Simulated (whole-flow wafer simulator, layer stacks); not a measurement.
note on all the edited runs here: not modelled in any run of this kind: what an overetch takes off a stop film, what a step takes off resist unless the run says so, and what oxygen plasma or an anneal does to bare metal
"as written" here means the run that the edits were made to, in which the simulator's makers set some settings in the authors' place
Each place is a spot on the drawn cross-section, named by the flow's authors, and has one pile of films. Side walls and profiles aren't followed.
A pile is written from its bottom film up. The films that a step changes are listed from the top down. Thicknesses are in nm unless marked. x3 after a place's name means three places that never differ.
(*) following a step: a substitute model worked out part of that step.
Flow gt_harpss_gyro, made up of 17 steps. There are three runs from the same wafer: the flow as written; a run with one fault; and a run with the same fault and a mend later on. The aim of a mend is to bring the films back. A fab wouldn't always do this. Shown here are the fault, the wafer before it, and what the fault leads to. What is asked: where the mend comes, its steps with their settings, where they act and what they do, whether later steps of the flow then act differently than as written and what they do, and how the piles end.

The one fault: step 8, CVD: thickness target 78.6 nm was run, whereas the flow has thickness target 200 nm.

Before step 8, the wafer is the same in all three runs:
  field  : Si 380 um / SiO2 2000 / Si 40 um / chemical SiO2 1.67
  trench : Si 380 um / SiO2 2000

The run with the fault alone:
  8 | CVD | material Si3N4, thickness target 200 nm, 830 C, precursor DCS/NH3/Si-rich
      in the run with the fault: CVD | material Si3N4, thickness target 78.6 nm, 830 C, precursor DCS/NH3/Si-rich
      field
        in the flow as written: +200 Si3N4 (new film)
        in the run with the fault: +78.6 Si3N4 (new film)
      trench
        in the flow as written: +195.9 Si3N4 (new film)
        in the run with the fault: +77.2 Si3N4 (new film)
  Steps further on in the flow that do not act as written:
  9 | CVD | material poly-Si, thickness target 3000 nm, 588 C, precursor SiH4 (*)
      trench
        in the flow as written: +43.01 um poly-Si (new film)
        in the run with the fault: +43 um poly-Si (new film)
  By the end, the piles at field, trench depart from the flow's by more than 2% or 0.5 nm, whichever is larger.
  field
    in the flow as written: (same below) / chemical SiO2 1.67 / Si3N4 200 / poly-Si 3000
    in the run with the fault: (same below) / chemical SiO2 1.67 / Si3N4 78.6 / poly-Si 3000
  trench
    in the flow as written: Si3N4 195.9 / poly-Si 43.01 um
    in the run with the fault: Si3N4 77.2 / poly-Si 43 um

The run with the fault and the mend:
  The mend stands after step 8.
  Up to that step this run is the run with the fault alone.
  8a | ETCH | chemistry h3po4, depth target 90.48 nm
      field
        -78.6 Si3N4 (all of it)
      trench
        -77.2 Si3N4 (all of it)
  8b | CLEAN | chemistry SPM (the flow's step 1, run once more)
      does not change any film at any place that is followed
  8c | CVD | material Si3N4, thickness target 200 nm, 830 C, precursor DCS/NH3/Si-rich (the flow's step 8, run once more)
      field
        +200 Si3N4 (new film)
      trench
        +195.9 Si3N4 (new film)
  Every later step of the flow that is run acts as written at every place that is followed.
  By the end, the piles equal the flow's at every place that both follow.
